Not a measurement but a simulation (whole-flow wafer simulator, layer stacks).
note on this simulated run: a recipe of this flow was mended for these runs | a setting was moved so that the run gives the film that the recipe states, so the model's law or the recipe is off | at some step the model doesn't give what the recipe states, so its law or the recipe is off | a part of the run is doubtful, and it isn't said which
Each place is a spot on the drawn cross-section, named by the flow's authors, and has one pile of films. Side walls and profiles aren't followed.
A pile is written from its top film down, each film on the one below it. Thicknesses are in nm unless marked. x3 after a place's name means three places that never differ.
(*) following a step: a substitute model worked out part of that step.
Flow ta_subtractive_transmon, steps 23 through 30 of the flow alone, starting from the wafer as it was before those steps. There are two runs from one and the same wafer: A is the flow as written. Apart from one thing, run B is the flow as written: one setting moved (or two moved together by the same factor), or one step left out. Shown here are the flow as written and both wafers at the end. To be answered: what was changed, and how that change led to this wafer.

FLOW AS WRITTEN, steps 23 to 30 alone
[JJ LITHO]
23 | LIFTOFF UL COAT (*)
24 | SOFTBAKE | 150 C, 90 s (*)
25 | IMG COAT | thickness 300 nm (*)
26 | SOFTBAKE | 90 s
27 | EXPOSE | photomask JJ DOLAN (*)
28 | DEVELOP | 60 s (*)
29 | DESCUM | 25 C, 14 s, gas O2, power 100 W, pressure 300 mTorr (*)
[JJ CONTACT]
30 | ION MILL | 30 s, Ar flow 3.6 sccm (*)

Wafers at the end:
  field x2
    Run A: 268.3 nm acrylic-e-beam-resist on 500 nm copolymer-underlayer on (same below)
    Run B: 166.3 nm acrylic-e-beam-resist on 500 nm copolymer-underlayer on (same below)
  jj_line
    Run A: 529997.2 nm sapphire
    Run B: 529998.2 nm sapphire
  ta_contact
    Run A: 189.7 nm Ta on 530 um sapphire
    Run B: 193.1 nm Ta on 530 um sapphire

What caused this: step 25, IMG COAT: thickness 192 nm was run, whereas the flow has thickness 300 nm; step 30, ION MILL: 19.2 s was run, where the flow has 30 s.

The path from the change to this, step by step:
  25 | IMG COAT | thickness 300 nm (*)
      field x2, jj_line: A acrylic-e-beam-resist gains 300 (new film) | B acrylic-e-beam-resist gains 192 (new film)
      lead: A acrylic-e-beam-resist gains 312.5 (new film) | B acrylic-e-beam-resist gains 201.4 (new film)
      (and at 2 other places as well)
  28 | DEVELOP | 60 s (*)
      jj_line: A acrylic-e-beam-resist loses 300 (all of it), copolymer-underlayer loses 500 (all of it) | B acrylic-e-beam-resist loses 192 (all of it), copolymer-underlayer loses 500 (all of it)
      lead: A acrylic-e-beam-resist loses 312.5 (all of it), copolymer-underlayer loses 554.7 (all of it) | B acrylic-e-beam-resist loses 201.4 (all of it), copolymer-underlayer loses 554.7 (all of it)
      (and at 1 other place as well)
  30 | ION MILL | 30 s, Ar flow 3.6 sccm (*)
      field x2, ta_pad: A acrylic-e-beam-resist loses 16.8 | B acrylic-e-beam-resist loses 10.7
      jj_line, lead: A sapphire loses 2.8 | B sapphire loses 1.79
      (and at 1 other place as well)
